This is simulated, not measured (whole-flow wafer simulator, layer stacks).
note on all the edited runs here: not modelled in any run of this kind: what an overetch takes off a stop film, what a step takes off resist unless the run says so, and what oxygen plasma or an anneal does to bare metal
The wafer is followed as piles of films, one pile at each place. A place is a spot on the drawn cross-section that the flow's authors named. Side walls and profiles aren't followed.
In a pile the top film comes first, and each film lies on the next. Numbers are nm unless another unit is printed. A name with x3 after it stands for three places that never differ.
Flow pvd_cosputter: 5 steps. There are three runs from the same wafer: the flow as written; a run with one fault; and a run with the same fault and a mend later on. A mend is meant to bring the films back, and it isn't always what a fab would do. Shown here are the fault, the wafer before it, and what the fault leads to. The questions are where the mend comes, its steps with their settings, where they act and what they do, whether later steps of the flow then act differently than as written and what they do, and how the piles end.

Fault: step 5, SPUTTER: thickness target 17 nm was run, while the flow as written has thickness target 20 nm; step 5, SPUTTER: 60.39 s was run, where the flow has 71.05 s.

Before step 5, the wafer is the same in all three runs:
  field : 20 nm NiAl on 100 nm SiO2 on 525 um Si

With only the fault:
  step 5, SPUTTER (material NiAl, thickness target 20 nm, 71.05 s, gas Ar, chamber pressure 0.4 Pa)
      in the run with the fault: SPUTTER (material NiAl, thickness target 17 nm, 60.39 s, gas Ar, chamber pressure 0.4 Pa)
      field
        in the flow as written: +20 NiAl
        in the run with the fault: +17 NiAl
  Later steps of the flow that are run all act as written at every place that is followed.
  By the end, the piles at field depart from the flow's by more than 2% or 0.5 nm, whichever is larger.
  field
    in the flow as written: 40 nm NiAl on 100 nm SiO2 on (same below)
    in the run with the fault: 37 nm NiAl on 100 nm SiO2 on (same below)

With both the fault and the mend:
  The mend follows step 5.
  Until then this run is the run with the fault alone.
  step 5a, SPUTTER (material NiAl, thickness target 3 nm, 10.66 s, gas Ar, chamber pressure 0.4 Pa) (a further turn of the flow's step 5, with different settings)
      field
        +3 NiAl
  Later steps of the flow that are run all act as written at every place that is followed.
  The piles end the same as the flow's at every place that both follow.
